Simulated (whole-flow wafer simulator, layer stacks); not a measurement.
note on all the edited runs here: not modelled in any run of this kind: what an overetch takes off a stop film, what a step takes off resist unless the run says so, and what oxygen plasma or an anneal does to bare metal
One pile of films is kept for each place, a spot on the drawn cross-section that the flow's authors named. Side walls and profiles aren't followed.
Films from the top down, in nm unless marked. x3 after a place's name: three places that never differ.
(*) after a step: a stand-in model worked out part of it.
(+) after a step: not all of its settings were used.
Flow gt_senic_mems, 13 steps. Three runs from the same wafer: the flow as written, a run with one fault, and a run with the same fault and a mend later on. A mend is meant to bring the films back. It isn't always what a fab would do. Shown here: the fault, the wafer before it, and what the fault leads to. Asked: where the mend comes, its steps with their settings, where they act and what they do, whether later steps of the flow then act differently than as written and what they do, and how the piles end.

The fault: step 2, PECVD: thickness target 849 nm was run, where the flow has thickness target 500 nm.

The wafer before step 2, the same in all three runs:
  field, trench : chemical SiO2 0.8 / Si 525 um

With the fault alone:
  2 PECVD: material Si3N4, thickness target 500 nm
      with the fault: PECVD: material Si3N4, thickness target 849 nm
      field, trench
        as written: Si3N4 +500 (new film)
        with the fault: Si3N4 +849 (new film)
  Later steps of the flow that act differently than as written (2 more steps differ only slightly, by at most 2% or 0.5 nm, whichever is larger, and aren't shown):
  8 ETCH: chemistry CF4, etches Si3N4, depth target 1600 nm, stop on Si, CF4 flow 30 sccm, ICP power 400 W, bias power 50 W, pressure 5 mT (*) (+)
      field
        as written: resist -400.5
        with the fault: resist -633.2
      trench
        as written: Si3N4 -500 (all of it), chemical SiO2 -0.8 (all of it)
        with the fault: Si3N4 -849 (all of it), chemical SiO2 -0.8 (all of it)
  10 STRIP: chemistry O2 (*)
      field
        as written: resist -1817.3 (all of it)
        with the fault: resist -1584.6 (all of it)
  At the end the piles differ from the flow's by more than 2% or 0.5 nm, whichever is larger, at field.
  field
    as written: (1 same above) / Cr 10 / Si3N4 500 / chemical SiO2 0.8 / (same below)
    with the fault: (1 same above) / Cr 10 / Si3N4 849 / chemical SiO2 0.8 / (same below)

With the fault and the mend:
  The mend comes after step 2.
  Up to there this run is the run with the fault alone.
  2a ETCH: chemistry h3po4, depth target 976.3 nm
      field, trench
        Si3N4 -849 (all of it)
  2b PECVD: material Si3N4, thickness target 500 nm (the flow's step 2 once more)
      field, trench
        Si3N4 +500 (new film)
  No later step of the flow acts differently than as written at any place that is followed.
  At the end the piles are the same as the flow's at every place that both follow.
